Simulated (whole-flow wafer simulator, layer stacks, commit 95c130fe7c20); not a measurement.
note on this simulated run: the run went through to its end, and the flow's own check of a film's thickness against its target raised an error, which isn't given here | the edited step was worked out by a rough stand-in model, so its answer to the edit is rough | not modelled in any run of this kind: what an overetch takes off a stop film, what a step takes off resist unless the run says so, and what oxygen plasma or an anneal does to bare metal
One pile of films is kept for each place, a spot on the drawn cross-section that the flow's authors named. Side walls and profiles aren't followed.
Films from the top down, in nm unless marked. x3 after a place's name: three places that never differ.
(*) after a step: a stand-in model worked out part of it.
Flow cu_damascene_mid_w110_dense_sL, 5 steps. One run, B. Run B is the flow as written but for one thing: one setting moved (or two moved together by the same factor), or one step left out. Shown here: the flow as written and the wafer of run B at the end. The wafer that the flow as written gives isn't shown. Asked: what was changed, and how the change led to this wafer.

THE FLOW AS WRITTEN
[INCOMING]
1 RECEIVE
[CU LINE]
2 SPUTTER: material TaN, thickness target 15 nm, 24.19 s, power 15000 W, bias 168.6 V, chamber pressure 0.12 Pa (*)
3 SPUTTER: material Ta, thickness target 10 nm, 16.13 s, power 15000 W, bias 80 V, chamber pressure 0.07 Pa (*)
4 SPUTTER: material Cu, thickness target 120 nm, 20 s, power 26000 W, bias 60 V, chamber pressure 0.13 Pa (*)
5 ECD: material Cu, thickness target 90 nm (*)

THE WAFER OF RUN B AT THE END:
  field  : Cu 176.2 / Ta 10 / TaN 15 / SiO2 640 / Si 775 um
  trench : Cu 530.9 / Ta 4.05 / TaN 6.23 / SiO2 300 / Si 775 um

The cause: step 5, ECD: thickness target 56.2 nm was run, where the flow has thickness target 90 nm.

How the change led to this, step by step:
  5 ECD: material Cu, thickness target 90 nm (*)
      field: Cu +56.2 (as written it would be: Cu +90)
      trench: Cu +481 (as written it would be: Cu +514.8)
